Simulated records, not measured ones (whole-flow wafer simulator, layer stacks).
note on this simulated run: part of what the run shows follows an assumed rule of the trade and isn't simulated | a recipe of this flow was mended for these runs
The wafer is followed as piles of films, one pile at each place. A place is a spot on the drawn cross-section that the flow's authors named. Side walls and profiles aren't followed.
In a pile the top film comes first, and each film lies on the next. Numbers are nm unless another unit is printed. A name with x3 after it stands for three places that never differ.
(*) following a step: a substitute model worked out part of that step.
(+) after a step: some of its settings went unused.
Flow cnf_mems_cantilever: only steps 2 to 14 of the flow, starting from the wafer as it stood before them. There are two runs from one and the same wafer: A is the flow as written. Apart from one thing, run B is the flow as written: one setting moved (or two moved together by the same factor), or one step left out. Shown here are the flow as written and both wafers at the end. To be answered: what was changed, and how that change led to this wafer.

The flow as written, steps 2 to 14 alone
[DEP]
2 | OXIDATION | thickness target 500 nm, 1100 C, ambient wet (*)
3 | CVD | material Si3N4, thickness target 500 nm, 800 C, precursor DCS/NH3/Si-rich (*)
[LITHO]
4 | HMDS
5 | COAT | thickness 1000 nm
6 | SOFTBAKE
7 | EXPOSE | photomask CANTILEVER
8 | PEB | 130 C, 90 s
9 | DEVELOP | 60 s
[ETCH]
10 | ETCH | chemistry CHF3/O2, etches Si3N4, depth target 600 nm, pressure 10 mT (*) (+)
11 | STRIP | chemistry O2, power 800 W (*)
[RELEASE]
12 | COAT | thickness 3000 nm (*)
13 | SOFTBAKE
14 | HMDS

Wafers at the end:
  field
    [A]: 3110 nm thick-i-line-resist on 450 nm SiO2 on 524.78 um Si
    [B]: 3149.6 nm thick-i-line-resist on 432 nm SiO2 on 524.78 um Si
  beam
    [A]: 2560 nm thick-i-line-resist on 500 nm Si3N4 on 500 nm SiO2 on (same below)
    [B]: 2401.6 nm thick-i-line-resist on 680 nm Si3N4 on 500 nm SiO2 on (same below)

What caused this: step 3, CVD: thickness target 680 nm was run, while the flow as written has thickness target 500 nm; step 10, ETCH: depth target 816 nm was run, where the flow has depth target 600 nm.
The wafer itself shows it: beam has Si3N4 680, and step 3 as written asks for 500 nm.

The path from the change to this, step by step:
  3 | CVD | material Si3N4, thickness target 500 nm, 800 C, precursor DCS/NH3/Si-rich (*)
      field, beam: A Si3N4 gains 500 (new film) | B Si3N4 gains 680 (new film)
  10 | ETCH | chemistry CHF3/O2, etches Si3N4, depth target 600 nm, pressure 10 mT (*) (+)
      field: A Si3N4 loses 500 (all of it), SiO2 loses 50 | B Si3N4 loses 680 (all of it), SiO2 loses 68
      beam: A KrF-resist loses 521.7 | B KrF-resist loses 709.6
  11 | STRIP | chemistry O2, power 800 W (*)
      beam: A KrF-resist loses 460.9 (all of it) | B KrF-resist loses 273.1 (all of it)
  12 | COAT | thickness 3000 nm (*)
      beam: A thick-i-line-resist gains 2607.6 (new film) | B thick-i-line-resist gains 2470.8 (new film)
  13 | SOFTBAKE
      field: A thick-i-line-resist gains 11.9 | B thick-i-line-resist gains 17.3
      beam: A thick-i-line-resist loses 47.6 | B thick-i-line-resist loses 69.2
